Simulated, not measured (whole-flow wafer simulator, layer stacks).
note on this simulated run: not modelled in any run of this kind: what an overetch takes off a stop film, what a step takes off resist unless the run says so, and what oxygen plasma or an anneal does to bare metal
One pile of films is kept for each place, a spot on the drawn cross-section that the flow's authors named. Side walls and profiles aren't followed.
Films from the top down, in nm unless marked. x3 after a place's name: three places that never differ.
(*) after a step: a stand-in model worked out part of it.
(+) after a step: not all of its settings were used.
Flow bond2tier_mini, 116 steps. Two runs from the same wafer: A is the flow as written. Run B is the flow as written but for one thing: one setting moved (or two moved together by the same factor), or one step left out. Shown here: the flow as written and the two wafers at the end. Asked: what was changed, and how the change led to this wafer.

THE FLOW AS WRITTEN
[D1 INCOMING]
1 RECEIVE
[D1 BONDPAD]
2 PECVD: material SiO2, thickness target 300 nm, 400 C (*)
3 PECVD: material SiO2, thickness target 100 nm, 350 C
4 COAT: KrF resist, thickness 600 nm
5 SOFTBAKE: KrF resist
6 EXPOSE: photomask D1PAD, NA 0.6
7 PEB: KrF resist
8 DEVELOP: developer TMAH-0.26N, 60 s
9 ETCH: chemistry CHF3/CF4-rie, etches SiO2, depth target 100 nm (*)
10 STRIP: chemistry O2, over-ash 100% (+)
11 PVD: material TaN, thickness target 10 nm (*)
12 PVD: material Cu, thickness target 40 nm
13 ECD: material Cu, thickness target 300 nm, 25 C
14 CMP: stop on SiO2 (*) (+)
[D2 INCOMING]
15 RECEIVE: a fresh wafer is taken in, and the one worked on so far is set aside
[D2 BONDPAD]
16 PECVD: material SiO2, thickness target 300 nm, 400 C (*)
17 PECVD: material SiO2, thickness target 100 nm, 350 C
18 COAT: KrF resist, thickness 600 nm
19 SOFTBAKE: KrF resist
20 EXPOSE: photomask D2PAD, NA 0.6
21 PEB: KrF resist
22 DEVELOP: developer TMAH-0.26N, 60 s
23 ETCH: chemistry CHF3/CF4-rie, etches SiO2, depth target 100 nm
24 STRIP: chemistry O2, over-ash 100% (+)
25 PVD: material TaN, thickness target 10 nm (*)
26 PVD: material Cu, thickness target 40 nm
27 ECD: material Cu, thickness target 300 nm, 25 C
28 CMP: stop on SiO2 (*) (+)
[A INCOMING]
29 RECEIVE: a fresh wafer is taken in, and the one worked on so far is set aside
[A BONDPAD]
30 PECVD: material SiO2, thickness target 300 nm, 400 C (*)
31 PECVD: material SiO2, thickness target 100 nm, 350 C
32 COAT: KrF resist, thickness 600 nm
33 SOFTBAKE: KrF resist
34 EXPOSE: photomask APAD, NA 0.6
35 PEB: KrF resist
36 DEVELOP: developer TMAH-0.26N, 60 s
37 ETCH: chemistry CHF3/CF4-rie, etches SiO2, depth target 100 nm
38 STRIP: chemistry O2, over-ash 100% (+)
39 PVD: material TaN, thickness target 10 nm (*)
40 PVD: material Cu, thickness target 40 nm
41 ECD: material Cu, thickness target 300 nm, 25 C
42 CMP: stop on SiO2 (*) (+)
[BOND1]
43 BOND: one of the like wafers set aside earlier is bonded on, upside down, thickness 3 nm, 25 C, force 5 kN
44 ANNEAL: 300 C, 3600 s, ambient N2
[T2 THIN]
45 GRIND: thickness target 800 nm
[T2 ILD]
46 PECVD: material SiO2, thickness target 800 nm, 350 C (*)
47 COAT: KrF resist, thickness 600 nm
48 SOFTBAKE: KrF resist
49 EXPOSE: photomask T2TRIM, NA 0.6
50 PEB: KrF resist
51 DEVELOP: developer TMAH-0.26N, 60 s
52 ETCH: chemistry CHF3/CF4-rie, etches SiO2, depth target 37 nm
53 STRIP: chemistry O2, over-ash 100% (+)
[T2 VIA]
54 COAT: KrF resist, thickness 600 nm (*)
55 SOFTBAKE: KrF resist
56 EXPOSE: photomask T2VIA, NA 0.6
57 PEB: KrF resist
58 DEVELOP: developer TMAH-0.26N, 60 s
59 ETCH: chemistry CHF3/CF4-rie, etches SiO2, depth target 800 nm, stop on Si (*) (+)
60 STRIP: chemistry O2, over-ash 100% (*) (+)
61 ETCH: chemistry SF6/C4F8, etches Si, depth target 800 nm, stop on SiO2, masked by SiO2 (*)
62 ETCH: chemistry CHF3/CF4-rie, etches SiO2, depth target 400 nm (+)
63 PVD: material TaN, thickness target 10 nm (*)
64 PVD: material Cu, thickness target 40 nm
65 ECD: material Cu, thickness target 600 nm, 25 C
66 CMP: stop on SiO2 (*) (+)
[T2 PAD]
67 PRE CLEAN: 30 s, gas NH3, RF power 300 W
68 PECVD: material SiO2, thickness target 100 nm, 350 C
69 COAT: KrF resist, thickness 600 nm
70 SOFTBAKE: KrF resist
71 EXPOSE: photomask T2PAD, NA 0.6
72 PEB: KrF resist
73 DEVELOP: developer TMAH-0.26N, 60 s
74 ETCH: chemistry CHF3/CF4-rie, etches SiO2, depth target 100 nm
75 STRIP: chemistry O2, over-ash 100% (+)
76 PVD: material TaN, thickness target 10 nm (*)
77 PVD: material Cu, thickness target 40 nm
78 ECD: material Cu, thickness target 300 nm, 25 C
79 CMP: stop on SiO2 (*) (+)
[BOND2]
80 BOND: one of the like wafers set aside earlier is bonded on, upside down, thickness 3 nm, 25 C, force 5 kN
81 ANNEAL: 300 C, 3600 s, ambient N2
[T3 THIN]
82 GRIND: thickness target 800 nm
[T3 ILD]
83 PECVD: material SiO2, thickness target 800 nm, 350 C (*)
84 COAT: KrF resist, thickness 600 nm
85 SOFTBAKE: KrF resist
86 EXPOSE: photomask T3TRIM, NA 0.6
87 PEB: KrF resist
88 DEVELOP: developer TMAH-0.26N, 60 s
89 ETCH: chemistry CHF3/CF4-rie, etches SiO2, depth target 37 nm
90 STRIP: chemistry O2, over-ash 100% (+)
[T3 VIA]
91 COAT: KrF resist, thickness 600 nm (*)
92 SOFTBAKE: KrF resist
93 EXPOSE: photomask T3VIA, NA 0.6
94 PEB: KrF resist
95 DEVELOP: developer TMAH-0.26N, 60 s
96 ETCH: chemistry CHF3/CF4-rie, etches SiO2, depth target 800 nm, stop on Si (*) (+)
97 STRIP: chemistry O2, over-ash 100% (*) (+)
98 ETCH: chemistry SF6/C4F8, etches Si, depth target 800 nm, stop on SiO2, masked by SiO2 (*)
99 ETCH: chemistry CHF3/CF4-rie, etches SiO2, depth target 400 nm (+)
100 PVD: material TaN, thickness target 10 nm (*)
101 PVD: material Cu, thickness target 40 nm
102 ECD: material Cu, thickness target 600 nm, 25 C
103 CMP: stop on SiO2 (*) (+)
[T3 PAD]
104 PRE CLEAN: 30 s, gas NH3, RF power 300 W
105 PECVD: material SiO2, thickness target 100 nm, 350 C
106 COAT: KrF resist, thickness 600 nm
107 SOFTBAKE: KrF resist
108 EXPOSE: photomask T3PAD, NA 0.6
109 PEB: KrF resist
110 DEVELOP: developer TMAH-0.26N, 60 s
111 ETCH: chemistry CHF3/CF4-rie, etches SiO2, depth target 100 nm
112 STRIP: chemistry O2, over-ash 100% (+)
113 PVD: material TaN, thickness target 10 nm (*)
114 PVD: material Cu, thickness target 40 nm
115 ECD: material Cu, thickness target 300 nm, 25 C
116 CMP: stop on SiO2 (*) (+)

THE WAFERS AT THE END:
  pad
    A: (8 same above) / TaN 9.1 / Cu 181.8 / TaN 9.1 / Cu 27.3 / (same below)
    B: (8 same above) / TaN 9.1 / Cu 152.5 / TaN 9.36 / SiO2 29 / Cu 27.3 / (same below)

The cause: step 74, ETCH: depth target 71 nm was run, where the flow has depth target 100 nm.

How the change led to this, step by step:
  74 ETCH: chemistry CHF3/CF4-rie, etches SiO2, depth target 100 nm
      pad: A SiO2 -100 (all of it) | B SiO2 -71
      field: A KrF resist -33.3 | B KrF resist -23.7
  77 PVD: material Cu, thickness target 40 nm
      pad: A Cu +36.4 (new film) | B Cu +37.4 (new film)
  78 ECD: material Cu, thickness target 300 nm, 25 C
      pad: A Cu +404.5 | B Cu +374.2
Counting metal films that touch as one body, pad has 4 bodies (between them, from the top down: SiO2 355 / Si 800 / chemical SiO2 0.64 / SiO2 300; SiO2 29; SiO2 355 / Si 800 / chemical SiO2 0.64 / SiO2 300); the flow as written gives 3 bodies (between them, from the top down: SiO2 355 / Si 800 / chemical SiO2 0.64 / SiO2 300; SiO2 355 / Si 800 / chemical SiO2 0.64 / SiO2 300).
